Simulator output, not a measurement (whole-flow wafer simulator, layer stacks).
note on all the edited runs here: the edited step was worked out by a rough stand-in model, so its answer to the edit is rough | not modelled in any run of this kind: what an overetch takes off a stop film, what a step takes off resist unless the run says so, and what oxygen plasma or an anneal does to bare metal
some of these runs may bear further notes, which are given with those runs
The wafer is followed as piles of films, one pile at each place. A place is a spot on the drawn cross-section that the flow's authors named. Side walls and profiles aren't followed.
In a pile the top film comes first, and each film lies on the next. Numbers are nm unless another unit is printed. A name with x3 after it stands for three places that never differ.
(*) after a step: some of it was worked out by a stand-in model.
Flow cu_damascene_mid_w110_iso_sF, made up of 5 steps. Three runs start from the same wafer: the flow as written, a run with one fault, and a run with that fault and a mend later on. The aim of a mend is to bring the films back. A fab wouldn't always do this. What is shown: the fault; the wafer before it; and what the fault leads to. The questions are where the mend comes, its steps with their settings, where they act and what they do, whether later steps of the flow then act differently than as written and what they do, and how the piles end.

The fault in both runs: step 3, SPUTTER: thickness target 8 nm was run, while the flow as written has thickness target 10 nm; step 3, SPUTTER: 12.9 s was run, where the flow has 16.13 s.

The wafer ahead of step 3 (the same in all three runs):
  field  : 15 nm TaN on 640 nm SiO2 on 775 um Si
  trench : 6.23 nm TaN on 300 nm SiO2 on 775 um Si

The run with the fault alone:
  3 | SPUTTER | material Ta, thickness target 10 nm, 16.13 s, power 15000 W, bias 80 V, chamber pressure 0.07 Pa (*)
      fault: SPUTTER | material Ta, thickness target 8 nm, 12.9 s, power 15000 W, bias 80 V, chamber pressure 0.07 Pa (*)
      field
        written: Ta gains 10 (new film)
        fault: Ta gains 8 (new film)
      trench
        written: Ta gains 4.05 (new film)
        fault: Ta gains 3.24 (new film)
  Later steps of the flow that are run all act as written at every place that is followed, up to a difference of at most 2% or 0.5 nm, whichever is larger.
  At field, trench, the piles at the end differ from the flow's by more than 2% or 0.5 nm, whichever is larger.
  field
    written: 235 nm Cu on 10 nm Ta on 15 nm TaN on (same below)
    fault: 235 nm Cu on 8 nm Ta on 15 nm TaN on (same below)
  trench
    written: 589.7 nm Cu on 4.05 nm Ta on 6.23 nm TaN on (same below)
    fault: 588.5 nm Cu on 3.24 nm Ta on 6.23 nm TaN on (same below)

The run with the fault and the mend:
  The mend stands after step 3.
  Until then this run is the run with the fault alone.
  3a | SPUTTER | material Ta, thickness target 2 nm, 3.226 s, power 15000 W, bias 80 V, chamber pressure 0.07 Pa (*) (the flow's step 3, run once more with other settings)
      field
        Ta gains 2
      trench
        Ta gains 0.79
  Later steps of the flow that are run all act as written at every place that is followed, up to a difference of at most 2% or 0.5 nm, whichever is larger.
  The piles end only slightly different from the flow's at the places that both follow, by no more than 2% or 0.5 nm, whichever is larger.
